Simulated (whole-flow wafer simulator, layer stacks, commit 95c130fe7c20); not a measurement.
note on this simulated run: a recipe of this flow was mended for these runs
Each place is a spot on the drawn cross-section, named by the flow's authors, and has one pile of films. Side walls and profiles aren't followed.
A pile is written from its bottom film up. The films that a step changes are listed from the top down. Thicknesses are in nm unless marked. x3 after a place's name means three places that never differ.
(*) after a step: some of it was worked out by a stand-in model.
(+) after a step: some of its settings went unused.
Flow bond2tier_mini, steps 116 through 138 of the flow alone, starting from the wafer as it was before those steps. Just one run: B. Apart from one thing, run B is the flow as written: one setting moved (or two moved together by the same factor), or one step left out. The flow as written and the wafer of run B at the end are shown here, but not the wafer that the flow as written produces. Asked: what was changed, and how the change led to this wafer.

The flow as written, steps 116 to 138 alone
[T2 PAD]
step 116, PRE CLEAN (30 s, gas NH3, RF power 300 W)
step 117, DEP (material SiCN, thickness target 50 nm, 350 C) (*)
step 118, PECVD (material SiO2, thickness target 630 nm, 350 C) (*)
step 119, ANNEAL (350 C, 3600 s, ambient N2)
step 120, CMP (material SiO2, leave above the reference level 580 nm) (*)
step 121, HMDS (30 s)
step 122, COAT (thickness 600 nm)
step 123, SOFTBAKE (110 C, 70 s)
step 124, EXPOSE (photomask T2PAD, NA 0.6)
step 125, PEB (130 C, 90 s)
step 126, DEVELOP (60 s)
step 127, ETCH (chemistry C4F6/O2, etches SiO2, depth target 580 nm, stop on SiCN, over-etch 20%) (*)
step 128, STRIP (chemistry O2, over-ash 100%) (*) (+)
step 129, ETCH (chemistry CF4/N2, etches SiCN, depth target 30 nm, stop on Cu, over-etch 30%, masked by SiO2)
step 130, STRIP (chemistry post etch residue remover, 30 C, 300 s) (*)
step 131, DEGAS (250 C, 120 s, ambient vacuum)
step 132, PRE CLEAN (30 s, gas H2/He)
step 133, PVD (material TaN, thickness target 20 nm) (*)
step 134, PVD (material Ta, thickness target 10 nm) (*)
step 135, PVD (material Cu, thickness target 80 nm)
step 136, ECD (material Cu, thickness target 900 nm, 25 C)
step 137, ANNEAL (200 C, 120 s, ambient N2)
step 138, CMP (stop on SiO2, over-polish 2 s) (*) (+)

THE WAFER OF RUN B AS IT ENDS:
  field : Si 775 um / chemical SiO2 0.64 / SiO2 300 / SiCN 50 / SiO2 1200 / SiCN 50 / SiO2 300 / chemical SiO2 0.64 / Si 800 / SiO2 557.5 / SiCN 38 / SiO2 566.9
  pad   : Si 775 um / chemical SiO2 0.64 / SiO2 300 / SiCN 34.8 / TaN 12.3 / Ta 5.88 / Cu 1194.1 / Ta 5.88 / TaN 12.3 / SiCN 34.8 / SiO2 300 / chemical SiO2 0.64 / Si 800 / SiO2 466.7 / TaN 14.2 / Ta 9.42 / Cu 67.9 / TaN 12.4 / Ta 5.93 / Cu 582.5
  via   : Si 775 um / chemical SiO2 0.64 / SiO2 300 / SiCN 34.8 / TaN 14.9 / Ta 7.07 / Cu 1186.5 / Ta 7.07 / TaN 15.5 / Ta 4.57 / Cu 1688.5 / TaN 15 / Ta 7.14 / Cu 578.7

The reason: step 117, DEP: thickness target 38 nm was run, whereas the flow has thickness target 50 nm.
One can read it off the wafer: field has SiCN 38, and step 117 as written asks for 50 nm.

Step by step, how the change led to this:
  step 117, DEP (material SiCN, thickness target 50 nm, 350 C) (*)
      field, pad, via: +38 SiCN (new film) (as written it would have been: +50 SiCN (new film))
  step 129, ETCH (chemistry CF4/N2, etches SiCN, depth target 30 nm, stop on Cu, over-etch 30%, masked by SiO2)
      pad, via: -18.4 SiCN (all of it), -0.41 Cu (as written it would have been: -30.4 SiCN (all of it), -0.17 Cu)
      field: -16 SiO2 (as written it would have been: -26 SiO2)
